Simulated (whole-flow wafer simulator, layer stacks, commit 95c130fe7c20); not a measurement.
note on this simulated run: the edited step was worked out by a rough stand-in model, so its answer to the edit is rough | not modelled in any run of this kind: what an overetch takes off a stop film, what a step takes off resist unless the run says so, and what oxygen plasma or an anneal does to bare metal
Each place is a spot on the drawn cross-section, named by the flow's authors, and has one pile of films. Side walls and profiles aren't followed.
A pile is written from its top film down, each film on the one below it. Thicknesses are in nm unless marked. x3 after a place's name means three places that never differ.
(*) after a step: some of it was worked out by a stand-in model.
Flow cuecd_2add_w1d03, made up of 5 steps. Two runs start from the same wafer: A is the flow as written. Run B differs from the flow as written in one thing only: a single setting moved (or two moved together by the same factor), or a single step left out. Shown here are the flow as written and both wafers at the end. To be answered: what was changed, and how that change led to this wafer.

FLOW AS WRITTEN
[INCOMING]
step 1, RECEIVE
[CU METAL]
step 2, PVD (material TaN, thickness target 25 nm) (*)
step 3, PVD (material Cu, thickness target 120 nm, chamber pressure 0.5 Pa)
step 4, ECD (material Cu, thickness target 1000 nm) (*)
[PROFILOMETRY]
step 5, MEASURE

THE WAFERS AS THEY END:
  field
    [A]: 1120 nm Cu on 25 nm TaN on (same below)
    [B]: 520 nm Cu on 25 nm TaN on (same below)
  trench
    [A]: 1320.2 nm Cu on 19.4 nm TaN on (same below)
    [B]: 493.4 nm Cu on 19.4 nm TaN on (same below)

The reason: step 4, ECD: thickness target 400 nm was run, though the flow has thickness target 1000 nm.

How this came from the change, step by step:
  step 4, ECD (material Cu, thickness target 1000 nm) (*)
      field: A +1000 Cu | B +400 Cu
      trench: A +1226.8 Cu | B +400 Cu
